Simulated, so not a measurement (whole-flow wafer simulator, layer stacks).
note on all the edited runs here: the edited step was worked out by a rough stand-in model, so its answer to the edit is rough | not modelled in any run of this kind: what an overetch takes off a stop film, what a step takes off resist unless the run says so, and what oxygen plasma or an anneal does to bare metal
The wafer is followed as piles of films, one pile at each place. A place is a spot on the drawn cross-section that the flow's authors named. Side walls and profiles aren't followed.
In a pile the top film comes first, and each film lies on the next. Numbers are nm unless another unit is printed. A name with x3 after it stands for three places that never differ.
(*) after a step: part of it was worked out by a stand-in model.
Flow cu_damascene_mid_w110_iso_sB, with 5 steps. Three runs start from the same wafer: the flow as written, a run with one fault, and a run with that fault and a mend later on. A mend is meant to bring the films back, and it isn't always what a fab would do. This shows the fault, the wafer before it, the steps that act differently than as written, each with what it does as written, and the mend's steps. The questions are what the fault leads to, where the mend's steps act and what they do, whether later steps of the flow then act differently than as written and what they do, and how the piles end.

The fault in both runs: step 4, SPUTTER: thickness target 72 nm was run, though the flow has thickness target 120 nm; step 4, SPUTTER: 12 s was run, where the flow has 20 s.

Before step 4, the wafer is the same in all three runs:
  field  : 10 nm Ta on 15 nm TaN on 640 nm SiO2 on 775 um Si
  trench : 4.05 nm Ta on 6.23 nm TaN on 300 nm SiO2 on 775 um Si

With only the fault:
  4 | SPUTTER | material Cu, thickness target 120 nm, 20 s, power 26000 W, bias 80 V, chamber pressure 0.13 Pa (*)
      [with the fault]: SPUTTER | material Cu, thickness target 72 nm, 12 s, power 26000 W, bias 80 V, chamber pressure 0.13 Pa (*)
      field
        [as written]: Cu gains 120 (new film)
        [with the fault]: Cu gains 72 (new film)
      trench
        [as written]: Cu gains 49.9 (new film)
        [with the fault]: Cu gains 30 (new film)
  Steps later in the flow that act otherwise than as written:
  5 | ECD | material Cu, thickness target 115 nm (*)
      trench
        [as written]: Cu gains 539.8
        [with the fault]: Cu gains 511.8
  At field, trench, the piles at the end differ from the flow's by more than 2% or 0.5 nm, whichever is larger.
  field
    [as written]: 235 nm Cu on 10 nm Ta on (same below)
    [with the fault]: 187 nm Cu on 10 nm Ta on (same below)
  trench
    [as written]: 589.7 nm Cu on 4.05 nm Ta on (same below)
    [with the fault]: 541.7 nm Cu on 4.05 nm Ta on (same below)

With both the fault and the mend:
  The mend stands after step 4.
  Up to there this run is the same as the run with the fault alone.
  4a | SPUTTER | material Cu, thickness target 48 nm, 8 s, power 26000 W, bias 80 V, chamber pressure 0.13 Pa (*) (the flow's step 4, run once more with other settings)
      field
        Cu gains 48
      trench
        Cu gains 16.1
  Later steps of the flow that are run all act as written at every place that is followed, up to a difference of at most 2% or 0.5 nm, whichever is larger.
  At every place that both follow, the piles at the end match the flow's.
